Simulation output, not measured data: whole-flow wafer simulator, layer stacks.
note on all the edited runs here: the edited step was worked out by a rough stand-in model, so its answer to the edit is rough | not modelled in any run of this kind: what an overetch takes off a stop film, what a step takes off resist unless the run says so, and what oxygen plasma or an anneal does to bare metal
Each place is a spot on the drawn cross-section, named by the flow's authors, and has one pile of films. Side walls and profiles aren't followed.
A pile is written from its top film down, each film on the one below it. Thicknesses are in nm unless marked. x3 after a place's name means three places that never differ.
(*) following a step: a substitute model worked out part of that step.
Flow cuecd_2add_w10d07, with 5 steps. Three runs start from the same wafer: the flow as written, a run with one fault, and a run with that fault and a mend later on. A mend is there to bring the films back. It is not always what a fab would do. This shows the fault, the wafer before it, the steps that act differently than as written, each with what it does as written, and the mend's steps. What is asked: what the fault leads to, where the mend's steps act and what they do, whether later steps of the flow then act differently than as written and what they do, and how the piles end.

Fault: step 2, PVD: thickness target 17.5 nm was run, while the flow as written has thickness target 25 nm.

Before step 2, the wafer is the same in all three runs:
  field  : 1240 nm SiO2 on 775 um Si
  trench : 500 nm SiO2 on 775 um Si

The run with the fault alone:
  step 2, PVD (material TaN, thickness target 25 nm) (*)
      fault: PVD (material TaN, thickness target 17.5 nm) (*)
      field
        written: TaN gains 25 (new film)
        fault: TaN gains 17.5 (new film)
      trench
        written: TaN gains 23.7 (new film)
        fault: TaN gains 16.6 (new film)
  Every later step of the flow that is run acts as written at every place that is followed.
  At field, trench, the piles at the end differ from the flow's by more than 2% or 0.5 nm, whichever is larger.
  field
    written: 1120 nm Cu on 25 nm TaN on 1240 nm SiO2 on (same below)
    fault: 1120 nm Cu on 17.5 nm TaN on 1240 nm SiO2 on (same below)
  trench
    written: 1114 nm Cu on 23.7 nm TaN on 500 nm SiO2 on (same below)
    fault: 1114 nm Cu on 16.6 nm TaN on 500 nm SiO2 on (same below)

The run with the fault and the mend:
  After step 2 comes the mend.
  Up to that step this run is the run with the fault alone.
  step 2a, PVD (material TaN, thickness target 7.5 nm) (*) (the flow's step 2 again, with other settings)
      field
        TaN gains 7.5
      trench
        TaN gains 7.09
  Every later step of the flow that is run acts as written at every place that is followed.
  The piles end the same as the flow's at every place that both follow.
